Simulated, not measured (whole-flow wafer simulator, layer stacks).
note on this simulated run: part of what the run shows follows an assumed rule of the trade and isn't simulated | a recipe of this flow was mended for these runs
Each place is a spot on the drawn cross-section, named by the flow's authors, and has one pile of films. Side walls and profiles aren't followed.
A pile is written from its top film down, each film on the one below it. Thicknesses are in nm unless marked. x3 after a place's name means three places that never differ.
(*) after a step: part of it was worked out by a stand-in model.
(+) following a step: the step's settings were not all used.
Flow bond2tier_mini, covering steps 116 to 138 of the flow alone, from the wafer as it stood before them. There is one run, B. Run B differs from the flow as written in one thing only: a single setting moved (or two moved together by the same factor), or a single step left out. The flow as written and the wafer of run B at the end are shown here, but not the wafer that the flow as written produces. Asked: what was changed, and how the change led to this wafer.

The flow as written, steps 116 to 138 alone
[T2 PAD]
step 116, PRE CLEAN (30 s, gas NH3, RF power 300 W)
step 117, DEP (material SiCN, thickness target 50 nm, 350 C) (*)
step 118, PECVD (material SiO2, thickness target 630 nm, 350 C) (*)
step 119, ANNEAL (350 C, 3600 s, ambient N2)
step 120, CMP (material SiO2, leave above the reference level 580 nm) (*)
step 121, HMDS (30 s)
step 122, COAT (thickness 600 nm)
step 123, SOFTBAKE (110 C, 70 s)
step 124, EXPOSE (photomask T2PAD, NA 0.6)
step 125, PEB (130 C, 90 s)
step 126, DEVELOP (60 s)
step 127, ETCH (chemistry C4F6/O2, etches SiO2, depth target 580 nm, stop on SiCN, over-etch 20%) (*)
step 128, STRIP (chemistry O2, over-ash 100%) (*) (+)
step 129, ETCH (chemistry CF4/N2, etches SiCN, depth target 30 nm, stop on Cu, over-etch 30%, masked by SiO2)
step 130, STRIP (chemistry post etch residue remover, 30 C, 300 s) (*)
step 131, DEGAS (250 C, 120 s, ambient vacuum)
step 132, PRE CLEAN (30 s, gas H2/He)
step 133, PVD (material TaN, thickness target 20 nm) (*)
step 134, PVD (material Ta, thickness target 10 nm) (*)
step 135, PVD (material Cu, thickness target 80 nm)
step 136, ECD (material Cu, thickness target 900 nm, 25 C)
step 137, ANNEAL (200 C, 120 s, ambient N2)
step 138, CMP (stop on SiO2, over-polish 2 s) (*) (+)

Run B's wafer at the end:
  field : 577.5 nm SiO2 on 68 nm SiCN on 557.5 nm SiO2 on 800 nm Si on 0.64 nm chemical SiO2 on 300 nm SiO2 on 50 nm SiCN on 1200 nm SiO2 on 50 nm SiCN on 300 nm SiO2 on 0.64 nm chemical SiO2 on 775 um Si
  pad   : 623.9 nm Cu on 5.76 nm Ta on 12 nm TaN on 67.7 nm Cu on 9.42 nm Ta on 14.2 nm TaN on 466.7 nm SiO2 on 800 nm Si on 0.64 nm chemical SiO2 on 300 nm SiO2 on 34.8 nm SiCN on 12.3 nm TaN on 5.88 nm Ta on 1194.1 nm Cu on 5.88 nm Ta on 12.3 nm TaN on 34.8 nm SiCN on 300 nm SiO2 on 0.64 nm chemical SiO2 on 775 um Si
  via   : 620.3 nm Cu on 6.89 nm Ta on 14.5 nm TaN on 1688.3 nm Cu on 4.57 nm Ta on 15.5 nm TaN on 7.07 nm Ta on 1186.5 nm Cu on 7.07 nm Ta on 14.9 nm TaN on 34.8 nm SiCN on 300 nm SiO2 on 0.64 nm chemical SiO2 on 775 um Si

What caused this: step 117, DEP: thickness target 68 nm was run, while the flow as written has thickness target 50 nm; step 127, ETCH: depth target 788.8 nm was run, where the flow has depth target 580 nm.
The wafer lets one read it off: field has SiCN 68, and step 117 as written asks for 50 nm.

How this came from the change, step by step:
  step 117, DEP (material SiCN, thickness target 50 nm, 350 C) (*)
      field, pad, via: SiCN gains 68 (new film) (it would be, as written: SiCN gains 50 (new film))
  step 127, ETCH (chemistry C4F6/O2, etches SiO2, depth target 580 nm, stop on SiCN, over-etch 20%) (*)
      pad, via: SiO2 loses 580 (all of it), SiCN loses 61.8 (it would be, as written: SiO2 loses 580 (all of it), SiCN loses 19.6)
      field: thick-KrF-resist loses 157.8 (it would be, as written: thick-KrF-resist loses 116)
  step 128, STRIP (chemistry O2, over-ash 100%) (*) (+)
      field: thick-KrF-resist loses 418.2 (all of it) (it would be, as written: thick-KrF-resist loses 459.9 (all of it))
  step 129, ETCH (chemistry CF4/N2, etches SiCN, depth target 30 nm, stop on Cu, over-etch 30%, masked by SiO2)
      pad, via: SiCN loses 6.19 (all of it), Cu loses 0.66 (it would be, as written: SiCN loses 30.4 (all of it), Cu loses 0.17)
      field: SiO2 loses 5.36 (it would be, as written: SiO2 loses 26)
  step 135, PVD (material Cu, thickness target 80 nm)
      pad: Cu gains 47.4 (new film) (it would be, as written: Cu gains 48.7 (new film))
      via: Cu gains 57.5 (new film) (it would be, as written: Cu gains 59.4 (new film))
  step 136, ECD (material Cu, thickness target 900 nm, 25 C)
      pad: Cu gains 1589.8 (it would be, as written: Cu gains 1549)
      via: Cu gains 1576.1 (it would be, as written: Cu gains 1534.4)
